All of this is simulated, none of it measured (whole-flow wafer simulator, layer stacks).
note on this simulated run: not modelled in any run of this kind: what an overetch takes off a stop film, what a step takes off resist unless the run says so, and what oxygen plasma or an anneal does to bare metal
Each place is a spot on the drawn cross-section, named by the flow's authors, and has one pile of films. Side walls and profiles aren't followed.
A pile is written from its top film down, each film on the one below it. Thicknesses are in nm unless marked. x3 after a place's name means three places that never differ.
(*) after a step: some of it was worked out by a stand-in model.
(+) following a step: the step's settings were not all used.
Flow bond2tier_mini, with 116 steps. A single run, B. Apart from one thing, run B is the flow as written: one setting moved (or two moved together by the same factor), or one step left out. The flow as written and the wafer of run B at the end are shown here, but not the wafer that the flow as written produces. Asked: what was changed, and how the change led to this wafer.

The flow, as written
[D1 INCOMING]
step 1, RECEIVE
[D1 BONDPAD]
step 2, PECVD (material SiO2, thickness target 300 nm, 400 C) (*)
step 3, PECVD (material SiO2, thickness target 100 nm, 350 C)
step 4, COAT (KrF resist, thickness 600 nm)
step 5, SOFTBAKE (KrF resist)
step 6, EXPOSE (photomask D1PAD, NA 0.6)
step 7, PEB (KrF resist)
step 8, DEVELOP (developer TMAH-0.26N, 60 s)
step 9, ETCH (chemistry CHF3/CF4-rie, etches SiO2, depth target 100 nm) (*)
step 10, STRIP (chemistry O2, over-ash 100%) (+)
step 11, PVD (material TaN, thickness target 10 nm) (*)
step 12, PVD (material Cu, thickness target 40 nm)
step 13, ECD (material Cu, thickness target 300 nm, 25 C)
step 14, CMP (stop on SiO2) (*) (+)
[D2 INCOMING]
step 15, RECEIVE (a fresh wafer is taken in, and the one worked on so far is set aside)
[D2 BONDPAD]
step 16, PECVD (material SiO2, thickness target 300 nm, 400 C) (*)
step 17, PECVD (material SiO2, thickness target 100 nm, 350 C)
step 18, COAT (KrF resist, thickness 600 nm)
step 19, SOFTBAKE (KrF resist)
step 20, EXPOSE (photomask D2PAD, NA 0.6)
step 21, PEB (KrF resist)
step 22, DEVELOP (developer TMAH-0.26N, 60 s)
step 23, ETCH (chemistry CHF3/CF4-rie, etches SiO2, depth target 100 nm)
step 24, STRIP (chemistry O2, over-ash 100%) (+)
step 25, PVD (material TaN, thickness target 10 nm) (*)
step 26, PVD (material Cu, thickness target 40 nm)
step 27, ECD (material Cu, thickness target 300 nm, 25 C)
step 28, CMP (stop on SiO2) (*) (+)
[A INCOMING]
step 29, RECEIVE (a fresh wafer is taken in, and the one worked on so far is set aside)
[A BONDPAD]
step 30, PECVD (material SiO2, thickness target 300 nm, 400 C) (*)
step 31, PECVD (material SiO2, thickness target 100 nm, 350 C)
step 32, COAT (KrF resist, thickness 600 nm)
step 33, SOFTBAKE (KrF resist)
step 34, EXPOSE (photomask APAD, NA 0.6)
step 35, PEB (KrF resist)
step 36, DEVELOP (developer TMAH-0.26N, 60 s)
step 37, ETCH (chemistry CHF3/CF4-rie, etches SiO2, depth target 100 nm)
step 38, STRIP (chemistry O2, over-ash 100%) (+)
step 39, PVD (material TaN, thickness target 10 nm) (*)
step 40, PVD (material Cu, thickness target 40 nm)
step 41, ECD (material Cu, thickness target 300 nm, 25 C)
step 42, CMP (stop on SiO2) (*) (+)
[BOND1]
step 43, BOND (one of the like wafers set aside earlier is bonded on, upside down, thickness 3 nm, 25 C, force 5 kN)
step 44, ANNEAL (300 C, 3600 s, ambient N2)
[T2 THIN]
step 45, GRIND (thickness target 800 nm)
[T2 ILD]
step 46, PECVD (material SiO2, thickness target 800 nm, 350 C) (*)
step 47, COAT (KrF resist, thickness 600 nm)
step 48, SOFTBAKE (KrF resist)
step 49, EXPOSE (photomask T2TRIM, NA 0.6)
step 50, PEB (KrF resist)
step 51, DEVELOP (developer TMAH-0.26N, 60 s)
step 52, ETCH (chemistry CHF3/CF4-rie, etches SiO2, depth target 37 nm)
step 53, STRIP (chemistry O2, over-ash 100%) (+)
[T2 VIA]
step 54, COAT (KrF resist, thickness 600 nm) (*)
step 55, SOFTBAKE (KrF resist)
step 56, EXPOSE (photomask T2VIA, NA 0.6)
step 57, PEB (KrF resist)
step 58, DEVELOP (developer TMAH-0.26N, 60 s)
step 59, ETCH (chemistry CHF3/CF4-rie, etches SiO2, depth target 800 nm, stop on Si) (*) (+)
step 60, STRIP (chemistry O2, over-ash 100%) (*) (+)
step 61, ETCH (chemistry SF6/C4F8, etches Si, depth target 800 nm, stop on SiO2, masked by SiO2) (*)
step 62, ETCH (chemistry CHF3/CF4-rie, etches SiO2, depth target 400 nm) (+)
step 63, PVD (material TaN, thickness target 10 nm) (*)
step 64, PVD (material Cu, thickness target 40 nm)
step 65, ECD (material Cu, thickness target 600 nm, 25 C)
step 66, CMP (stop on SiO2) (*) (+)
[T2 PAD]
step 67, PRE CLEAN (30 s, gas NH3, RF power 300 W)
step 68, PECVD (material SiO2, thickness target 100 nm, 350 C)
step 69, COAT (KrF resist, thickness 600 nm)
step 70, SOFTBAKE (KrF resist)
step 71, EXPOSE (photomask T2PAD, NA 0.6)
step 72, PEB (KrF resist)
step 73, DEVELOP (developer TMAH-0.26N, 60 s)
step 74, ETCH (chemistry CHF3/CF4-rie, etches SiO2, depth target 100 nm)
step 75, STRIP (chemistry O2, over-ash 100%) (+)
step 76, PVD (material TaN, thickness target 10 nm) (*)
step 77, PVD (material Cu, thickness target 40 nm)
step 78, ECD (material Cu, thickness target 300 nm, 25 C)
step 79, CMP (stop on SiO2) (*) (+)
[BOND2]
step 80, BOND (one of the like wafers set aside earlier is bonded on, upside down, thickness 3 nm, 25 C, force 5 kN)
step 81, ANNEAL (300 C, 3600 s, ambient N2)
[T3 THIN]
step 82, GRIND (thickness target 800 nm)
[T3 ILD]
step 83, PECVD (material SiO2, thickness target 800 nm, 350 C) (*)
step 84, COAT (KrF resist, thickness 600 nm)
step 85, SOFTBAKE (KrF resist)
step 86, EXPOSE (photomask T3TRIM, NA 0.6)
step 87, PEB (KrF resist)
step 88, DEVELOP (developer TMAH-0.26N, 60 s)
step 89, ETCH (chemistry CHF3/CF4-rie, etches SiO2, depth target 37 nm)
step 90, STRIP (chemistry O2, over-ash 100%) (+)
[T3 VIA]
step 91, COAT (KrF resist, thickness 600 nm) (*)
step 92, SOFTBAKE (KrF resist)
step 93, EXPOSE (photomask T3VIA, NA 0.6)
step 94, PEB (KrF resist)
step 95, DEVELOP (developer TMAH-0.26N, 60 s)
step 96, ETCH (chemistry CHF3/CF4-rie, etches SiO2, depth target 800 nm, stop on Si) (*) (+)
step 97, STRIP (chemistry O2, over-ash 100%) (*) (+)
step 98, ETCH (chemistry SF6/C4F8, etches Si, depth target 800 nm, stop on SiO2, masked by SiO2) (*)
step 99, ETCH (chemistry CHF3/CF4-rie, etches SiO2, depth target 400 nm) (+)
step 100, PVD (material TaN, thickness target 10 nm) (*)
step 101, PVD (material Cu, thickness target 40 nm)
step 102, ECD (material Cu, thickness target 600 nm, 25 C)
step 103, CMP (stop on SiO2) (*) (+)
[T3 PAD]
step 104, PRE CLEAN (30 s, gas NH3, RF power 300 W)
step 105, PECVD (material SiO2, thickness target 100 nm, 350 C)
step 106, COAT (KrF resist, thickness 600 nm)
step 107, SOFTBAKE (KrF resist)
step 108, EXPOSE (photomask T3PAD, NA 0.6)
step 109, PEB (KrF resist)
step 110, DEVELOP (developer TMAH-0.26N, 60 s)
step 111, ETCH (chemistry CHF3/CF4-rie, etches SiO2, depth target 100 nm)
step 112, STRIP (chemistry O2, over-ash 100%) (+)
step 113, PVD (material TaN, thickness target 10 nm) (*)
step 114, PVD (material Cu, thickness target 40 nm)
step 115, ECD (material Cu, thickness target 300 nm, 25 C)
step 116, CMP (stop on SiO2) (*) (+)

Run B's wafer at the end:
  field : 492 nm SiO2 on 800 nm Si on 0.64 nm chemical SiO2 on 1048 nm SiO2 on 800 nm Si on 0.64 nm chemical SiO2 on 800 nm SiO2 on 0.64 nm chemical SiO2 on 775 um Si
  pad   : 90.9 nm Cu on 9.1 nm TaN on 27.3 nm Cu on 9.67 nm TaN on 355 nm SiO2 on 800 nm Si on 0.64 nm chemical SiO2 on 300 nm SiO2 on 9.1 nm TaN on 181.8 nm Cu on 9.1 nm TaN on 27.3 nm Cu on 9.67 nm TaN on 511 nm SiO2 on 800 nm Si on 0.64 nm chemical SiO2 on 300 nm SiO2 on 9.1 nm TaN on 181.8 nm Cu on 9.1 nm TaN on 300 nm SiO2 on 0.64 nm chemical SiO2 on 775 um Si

Cause: step 62, ETCH: depth target 244 nm was run, whereas the flow has depth target 400 nm.

How this came from the change, step by step:
  step 62, ETCH (chemistry CHF3/CF4-rie, etches SiO2, depth target 400 nm) (+)
      field, pad: -244 SiO2 (as written it would have been: -400 SiO2)
